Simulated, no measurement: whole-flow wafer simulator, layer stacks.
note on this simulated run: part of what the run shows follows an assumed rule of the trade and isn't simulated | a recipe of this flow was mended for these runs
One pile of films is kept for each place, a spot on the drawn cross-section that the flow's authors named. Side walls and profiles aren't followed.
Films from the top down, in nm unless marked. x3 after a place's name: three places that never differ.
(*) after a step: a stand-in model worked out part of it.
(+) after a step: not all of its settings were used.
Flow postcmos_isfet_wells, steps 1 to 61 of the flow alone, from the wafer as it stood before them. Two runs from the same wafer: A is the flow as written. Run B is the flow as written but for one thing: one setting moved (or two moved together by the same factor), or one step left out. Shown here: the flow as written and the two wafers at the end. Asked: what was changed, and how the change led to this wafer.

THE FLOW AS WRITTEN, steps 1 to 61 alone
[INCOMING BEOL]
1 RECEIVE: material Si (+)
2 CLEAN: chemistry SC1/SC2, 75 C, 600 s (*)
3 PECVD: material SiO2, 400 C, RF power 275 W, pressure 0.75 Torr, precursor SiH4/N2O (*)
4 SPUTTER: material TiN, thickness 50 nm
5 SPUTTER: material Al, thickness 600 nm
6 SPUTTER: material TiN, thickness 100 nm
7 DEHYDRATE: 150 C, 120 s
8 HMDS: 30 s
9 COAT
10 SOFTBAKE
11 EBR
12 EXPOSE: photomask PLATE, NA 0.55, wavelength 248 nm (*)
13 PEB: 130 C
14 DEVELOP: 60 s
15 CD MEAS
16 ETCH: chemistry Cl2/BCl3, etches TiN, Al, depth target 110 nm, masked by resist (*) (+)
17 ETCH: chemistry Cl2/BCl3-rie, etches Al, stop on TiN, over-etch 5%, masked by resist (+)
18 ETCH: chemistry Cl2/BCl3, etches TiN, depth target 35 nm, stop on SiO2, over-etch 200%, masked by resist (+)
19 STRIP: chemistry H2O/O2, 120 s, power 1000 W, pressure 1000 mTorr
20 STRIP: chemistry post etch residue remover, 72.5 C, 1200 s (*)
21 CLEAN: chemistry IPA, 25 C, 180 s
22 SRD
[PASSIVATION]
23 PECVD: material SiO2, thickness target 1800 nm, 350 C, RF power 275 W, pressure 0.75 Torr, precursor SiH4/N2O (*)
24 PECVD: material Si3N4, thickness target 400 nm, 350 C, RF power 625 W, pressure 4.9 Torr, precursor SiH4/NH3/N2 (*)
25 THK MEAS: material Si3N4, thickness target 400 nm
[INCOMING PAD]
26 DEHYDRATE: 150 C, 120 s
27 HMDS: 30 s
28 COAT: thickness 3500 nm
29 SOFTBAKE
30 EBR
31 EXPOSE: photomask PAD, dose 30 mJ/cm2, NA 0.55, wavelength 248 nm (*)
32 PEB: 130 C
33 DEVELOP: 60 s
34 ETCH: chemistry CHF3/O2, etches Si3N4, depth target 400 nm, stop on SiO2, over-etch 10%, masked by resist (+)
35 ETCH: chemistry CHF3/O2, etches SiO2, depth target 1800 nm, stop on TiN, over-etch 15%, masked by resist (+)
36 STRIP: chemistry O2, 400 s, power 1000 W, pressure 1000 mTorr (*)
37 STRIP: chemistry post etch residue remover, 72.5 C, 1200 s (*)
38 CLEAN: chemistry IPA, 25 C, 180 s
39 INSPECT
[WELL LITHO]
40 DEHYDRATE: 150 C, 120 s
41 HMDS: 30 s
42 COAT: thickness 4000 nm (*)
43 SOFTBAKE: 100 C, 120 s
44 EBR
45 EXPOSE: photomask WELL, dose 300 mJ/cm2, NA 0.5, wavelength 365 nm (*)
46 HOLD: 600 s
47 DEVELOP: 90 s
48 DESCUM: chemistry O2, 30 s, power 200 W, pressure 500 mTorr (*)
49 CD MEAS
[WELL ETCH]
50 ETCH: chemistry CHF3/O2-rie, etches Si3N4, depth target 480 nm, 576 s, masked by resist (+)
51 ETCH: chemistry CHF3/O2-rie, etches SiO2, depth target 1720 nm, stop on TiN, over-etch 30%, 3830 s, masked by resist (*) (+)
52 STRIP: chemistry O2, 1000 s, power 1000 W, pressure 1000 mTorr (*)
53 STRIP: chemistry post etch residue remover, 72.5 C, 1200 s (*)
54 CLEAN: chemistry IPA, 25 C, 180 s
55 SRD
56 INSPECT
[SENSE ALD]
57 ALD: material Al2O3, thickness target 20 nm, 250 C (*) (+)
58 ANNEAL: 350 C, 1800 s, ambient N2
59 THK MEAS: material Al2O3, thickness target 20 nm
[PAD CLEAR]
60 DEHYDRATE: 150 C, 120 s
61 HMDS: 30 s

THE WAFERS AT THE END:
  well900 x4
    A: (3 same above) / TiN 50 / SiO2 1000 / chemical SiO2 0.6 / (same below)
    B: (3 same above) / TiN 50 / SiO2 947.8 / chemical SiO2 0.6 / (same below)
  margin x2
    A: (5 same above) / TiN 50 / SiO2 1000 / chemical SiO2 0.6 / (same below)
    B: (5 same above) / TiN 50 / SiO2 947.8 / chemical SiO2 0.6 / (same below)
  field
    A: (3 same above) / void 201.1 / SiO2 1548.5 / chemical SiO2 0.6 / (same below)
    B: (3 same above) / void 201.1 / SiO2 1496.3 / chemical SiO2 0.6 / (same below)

The cause: step 3, PECVD: RF power 246 W was run, where the flow has RF power 275 W.

How the change led to this, step by step:
  3 PECVD: material SiO2, 400 C, RF power 275 W, pressure 0.75 Torr, precursor SiH4/N2O (*)
      field, margin x2, well900 x4, pad_clr, pad_open: A SiO2 +1000 (new film) | B SiO2 +947.8 (new film)
